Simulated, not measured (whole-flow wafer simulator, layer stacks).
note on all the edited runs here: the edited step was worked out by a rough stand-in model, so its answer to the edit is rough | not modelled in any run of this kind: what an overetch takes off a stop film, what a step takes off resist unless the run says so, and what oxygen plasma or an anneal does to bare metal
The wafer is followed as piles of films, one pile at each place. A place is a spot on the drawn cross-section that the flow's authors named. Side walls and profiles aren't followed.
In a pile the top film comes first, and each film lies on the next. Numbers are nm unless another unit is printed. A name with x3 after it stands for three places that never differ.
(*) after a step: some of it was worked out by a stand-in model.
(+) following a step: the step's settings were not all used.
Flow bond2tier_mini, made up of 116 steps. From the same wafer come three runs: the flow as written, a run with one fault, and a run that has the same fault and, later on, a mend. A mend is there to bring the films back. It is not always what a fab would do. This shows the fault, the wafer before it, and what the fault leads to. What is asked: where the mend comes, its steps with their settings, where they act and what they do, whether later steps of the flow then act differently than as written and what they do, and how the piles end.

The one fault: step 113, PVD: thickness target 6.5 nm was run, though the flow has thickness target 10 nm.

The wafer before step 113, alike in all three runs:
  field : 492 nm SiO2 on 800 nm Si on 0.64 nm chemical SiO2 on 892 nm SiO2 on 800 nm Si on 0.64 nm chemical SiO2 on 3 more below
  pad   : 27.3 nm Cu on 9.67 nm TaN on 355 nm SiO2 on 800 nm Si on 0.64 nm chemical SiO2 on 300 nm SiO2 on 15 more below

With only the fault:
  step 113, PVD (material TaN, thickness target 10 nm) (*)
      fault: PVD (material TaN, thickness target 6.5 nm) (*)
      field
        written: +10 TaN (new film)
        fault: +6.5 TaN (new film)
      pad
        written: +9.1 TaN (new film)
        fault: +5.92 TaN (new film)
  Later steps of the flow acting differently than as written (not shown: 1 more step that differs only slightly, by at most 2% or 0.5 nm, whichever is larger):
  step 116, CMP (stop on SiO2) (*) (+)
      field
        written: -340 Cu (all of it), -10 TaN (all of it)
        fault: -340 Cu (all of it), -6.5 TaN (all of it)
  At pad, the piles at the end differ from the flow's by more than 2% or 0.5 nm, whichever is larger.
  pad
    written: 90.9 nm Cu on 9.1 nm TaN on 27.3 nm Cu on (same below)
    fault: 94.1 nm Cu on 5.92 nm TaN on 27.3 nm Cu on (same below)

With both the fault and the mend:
  The mend stands after step 113.
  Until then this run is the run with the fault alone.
  step 113a, PVD (material TaN, thickness target 3.5 nm) (*) (the flow's step 113 again, with other settings)
      field
        +3.5 TaN
      pad
        +3.18 TaN
  Every later step of the flow that is run acts as written at every place that is followed.
  At every place that both follow, the piles at the end match the flow's.
